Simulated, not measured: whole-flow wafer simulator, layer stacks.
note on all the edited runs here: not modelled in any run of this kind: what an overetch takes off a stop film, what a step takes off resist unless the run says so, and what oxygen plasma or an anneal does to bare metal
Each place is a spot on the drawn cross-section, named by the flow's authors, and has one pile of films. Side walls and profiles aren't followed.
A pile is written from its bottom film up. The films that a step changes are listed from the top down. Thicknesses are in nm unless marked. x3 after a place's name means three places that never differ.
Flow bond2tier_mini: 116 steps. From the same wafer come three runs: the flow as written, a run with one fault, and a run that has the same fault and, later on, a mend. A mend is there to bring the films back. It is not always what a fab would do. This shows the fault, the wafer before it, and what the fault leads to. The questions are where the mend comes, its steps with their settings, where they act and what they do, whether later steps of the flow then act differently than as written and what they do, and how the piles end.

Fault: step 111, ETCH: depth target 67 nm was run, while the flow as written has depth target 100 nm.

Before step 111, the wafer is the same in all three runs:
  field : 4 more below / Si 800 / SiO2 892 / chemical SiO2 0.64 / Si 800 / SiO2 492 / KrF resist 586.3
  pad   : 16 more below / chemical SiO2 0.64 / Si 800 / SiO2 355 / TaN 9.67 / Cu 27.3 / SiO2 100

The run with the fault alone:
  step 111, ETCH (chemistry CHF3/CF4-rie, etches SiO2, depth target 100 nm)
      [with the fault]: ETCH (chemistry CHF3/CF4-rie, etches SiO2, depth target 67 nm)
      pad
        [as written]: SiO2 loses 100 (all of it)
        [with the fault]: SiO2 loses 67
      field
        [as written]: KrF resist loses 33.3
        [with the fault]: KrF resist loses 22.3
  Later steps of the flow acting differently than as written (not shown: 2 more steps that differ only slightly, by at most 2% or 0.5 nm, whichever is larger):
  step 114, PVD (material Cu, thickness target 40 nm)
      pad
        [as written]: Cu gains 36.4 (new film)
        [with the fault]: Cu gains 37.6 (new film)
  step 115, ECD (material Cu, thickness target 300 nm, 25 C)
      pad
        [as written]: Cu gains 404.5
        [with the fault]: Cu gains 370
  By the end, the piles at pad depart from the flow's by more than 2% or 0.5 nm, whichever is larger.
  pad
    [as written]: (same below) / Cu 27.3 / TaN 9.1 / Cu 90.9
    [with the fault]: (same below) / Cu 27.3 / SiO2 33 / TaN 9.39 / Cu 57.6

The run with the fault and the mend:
  After step 111 comes the mend.
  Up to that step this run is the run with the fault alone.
  step 111a, ETCH (chemistry CHF3/CF4-rie, etches SiO2, depth target 33 nm) (the flow's step 111, run once more with other settings)
      field
        KrF resist loses 11
      pad
        SiO2 loses 33 (all of it)
  Later steps of the flow that are run all act as written at every place that is followed.
  The piles end the same as the flow's at every place that both follow.
